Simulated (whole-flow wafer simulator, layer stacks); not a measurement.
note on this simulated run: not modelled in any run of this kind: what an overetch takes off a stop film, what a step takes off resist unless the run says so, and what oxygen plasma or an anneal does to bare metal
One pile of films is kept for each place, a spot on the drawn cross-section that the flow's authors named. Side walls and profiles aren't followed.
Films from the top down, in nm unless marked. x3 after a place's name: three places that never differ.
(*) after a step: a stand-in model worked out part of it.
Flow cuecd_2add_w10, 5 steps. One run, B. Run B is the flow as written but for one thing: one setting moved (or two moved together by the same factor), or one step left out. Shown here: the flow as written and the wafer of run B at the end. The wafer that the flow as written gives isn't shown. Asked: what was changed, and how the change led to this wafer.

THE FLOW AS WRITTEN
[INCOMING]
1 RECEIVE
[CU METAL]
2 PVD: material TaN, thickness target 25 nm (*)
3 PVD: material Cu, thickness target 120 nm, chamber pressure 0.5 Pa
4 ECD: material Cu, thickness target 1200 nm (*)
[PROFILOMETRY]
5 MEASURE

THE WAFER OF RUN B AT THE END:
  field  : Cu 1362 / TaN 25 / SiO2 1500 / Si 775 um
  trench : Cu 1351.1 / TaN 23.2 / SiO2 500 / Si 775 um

The cause: step 3, PVD: thickness target 162 nm was run, where the flow has thickness target 120 nm.

How the change led to this, step by step:
  3 PVD: material Cu, thickness target 120 nm, chamber pressure 0.5 Pa
      field: Cu +162 (new film) (as written it would be: Cu +120 (new film))
      trench: Cu +151.1 (new film) (as written it would be: Cu +111.8 (new film))
